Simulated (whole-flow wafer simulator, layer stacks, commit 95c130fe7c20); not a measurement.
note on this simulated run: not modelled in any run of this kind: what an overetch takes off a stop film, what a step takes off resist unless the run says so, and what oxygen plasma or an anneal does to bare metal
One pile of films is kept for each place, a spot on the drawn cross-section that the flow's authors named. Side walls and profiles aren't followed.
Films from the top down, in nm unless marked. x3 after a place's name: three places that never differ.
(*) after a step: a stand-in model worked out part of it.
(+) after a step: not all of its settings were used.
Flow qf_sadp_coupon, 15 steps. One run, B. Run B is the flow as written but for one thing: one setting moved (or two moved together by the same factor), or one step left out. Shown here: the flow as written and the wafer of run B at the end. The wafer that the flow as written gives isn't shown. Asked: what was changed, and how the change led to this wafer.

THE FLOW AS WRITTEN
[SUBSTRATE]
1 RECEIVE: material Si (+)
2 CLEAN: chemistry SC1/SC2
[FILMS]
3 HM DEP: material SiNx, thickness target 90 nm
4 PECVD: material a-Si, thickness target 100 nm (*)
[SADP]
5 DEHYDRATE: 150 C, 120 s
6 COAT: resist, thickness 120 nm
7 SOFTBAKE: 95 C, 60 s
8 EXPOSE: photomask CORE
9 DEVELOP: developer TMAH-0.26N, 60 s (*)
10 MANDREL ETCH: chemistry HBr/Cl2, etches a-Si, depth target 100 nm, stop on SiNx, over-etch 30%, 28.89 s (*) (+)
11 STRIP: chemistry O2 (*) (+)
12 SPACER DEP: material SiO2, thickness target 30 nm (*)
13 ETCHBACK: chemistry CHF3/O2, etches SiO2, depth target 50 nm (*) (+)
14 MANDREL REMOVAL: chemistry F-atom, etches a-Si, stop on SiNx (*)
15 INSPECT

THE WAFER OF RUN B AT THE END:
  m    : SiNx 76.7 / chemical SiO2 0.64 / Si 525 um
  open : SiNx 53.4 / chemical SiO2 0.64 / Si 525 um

The cause: step 3, HM DEP: thickness target 76.7 nm was run, where the flow has thickness target 90 nm.
It can be read off the wafer: m has SiNx 76.7, and step 3 as written asks for 90 nm.

How the change led to this, step by step:
  3 HM DEP: material SiNx, thickness target 90 nm
      m, open: SiNx +76.7 (new film) (as written it would be: SiNx +90 (new film))
